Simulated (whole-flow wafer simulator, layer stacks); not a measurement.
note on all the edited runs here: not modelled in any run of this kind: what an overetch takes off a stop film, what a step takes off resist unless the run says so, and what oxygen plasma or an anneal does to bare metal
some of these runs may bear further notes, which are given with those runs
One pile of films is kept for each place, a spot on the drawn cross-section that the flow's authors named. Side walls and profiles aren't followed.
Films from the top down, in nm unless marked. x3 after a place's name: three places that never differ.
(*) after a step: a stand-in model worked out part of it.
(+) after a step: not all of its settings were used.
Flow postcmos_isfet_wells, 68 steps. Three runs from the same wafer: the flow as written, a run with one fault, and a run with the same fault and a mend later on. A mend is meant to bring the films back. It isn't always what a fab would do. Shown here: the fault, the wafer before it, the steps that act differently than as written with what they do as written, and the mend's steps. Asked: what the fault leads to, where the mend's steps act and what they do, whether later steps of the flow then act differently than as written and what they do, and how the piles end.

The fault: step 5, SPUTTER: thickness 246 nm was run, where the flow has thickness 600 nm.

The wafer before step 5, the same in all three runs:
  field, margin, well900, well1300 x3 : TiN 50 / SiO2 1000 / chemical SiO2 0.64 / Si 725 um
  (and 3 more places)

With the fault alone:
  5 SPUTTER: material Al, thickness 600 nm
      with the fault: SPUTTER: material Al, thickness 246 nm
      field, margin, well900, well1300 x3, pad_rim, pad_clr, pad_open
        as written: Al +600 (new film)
        with the fault: Al +246 (new film)
  Later steps of the flow that act differently than as written:
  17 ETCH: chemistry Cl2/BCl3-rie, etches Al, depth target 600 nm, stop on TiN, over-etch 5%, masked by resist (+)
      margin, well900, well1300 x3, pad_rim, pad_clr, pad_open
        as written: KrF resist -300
        with the fault: KrF resist -129.1
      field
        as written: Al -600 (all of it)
        with the fault: Al -246 (all of it)
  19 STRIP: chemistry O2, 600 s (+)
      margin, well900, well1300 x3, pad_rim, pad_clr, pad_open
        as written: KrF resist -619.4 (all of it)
        with the fault: KrF resist -790.2 (all of it)
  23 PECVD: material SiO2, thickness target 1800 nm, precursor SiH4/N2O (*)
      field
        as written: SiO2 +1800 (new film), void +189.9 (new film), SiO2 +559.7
        with the fault: SiO2 +2195.6
  At the end the piles differ from the flow's by more than 2% or 0.5 nm, whichever is larger, at field, margin, well900, well1300 x3, pad_rim, pad_clr, pad_open.
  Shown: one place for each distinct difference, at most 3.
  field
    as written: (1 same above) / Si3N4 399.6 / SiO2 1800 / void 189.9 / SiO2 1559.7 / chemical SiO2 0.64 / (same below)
    with the fault: (1 same above) / Si3N4 399.6 / SiO2 3195.6 / chemical SiO2 0.64 / (same below)
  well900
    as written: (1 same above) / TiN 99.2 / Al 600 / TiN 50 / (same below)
    with the fault: (1 same above) / TiN 99.2 / Al 246 / TiN 50 / (same below)
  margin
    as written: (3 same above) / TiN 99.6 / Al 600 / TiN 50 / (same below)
    with the fault: (3 same above) / TiN 99.6 / Al 246 / TiN 50 / (same below)

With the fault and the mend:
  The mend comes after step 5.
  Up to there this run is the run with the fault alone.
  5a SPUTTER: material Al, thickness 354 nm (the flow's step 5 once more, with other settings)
      field, margin, well900, well1300 x3, pad_rim, pad_clr, pad_open
        Al +354
  No later step of the flow acts differently than as written at any place that is followed.
  At the end the piles are the same as the flow's at every place that both follow.
